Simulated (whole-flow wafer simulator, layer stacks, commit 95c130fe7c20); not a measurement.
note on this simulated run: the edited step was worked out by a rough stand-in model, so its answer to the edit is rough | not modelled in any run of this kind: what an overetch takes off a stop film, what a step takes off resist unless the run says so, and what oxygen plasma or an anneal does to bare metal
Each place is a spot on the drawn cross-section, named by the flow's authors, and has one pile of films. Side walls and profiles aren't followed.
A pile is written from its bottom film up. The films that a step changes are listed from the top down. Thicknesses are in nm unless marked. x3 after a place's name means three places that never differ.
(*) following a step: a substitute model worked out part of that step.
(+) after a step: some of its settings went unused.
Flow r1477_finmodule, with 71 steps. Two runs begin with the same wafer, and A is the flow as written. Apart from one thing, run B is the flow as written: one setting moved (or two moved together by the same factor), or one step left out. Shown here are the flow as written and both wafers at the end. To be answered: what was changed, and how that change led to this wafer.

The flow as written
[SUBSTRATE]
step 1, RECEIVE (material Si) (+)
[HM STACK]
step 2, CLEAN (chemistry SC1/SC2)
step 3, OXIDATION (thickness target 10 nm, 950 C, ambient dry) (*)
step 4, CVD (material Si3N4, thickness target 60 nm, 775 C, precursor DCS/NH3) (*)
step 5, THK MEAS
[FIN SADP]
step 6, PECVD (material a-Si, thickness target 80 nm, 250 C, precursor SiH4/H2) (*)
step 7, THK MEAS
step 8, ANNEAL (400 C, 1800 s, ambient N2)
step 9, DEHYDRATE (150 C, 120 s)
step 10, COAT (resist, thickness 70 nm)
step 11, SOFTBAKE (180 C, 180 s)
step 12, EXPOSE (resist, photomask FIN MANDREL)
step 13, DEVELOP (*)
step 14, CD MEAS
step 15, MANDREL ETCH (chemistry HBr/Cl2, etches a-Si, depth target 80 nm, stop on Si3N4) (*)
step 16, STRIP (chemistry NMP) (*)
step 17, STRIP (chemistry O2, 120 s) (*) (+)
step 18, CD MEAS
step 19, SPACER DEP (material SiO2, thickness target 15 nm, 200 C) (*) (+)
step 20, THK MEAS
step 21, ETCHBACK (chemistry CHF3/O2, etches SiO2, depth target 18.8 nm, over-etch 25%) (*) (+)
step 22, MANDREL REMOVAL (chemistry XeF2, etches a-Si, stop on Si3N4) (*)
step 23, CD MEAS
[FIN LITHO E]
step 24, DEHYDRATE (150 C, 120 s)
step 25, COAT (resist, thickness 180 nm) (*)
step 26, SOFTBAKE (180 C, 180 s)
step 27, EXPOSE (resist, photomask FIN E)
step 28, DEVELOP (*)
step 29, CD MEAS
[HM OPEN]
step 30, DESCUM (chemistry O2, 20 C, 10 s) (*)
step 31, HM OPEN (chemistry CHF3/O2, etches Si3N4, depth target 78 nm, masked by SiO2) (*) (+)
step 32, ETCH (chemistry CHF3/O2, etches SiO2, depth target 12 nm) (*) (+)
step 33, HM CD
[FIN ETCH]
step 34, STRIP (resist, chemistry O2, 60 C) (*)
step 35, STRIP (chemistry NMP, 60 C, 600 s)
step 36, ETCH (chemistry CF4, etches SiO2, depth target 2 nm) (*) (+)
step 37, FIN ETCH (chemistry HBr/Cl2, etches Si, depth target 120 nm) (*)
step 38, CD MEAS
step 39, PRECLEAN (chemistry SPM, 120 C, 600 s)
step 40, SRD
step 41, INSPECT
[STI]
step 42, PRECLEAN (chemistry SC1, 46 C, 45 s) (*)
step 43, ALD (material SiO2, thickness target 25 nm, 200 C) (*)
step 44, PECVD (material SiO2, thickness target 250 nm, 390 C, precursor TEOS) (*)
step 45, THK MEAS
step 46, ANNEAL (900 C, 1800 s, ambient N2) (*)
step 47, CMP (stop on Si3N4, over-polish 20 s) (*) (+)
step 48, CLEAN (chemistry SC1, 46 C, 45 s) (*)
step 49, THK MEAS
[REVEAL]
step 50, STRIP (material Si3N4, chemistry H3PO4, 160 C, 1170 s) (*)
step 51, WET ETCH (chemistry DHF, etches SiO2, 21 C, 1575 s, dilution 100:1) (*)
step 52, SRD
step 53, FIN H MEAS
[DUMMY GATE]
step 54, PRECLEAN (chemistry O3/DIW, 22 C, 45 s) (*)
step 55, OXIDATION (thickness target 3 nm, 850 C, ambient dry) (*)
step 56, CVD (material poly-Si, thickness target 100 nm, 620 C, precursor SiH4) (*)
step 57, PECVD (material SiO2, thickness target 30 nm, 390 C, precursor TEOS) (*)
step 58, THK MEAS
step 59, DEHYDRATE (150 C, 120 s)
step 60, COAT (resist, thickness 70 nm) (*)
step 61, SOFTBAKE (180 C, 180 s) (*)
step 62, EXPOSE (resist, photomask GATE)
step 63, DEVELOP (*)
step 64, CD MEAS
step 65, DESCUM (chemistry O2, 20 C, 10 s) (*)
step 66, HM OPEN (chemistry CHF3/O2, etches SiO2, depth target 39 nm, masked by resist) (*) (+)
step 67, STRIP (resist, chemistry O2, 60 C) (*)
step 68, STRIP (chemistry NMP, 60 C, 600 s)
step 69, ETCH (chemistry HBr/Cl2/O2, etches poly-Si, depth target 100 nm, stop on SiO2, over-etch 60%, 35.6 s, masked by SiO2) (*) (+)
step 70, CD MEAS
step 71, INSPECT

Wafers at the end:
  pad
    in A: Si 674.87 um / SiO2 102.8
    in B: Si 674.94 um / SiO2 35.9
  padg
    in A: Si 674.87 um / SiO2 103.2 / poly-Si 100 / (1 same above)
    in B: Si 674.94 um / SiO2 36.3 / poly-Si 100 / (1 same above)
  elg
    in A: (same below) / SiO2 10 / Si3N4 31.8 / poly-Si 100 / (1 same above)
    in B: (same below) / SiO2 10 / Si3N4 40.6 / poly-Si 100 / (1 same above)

What caused this: step 37, FIN ETCH: depth target 52.8 nm was run, though the flow has depth target 120 nm.

The path from the change to this, step by step:
  step 37, FIN ETCH (chemistry HBr/Cl2, etches Si, depth target 120 nm) (*)
      pad, padg, esg and 19 more: A Si loses 120 | B Si loses 52.8
      elg, e40lg, e100lg, e200lg, elo, e40lo, e100lo, e200lo: A Si3N4 loses 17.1 | B Si3N4 loses 7.54
      (also at 6 further places)
  step 43, ALD (material SiO2, thickness target 25 nm, 200 C) (*)
      s40cg, s45cg, s50cg, s40co, s45co, s50co: A SiO2 gains 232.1 (new film) | B SiO2 gains 170.1 (new film)
      esg: A SiO2 gains 194.3 (new film) | B SiO2 gains 136.7 (new film)
  step 47, CMP (stop on Si3N4, over-polish 20 s) (*) (+)
      pad, padg, e40sg and 11 more: A SiO2 loses 71.8 | B SiO2 loses 139
      elg, esg, e40lg and 6 more: A SiO2 loses 241.6 | B SiO2 loses 251.2
      (also at 1 further place)
  step 51, WET ETCH (chemistry DHF, etches SiO2, 21 C, 1575 s, dilution 100:1) (*)
      elg, e40lg, e100lg, e200lg, elo, e40lo, e100lo, e200lo: A SiO2 loses 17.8 (all of it), Si3N4 loses 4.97 | B SiO2 loses 8.25 (all of it), Si3N4 loses 5.75
  step 56, CVD (material poly-Si, thickness target 100 nm, 620 C, precursor SiH4) (*)
      esg: A poly-Si gains 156 (new film) | B poly-Si gains 164.7 (new film)
  step 60, COAT (resist, thickness 70 nm) (*)
      e40sg, eso, e40so: A resist gains 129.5 (new film) | B resist gains 137.7 (new film)
      e100sg, e100so: A resist gains 129.4 (new film) | B resist gains 137.7 (new film)
      (also at 2 further places)
  step 63, DEVELOP (*)
      eso, e40so: A resist loses 129.5 (all of it) | B resist loses 137.7 (all of it)
      e100so: A resist loses 129.4 (all of it) | B resist loses 137.7 (all of it)
      (also at 1 further place)
  step 67, STRIP (resist, chemistry O2, 60 C) (*)
      e40sg: A resist loses 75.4 (all of it) | B resist loses 83.6 (all of it)
      e100sg: A resist loses 75.3 (all of it) | B resist loses 83.6 (all of it)
      (also at 1 further place)
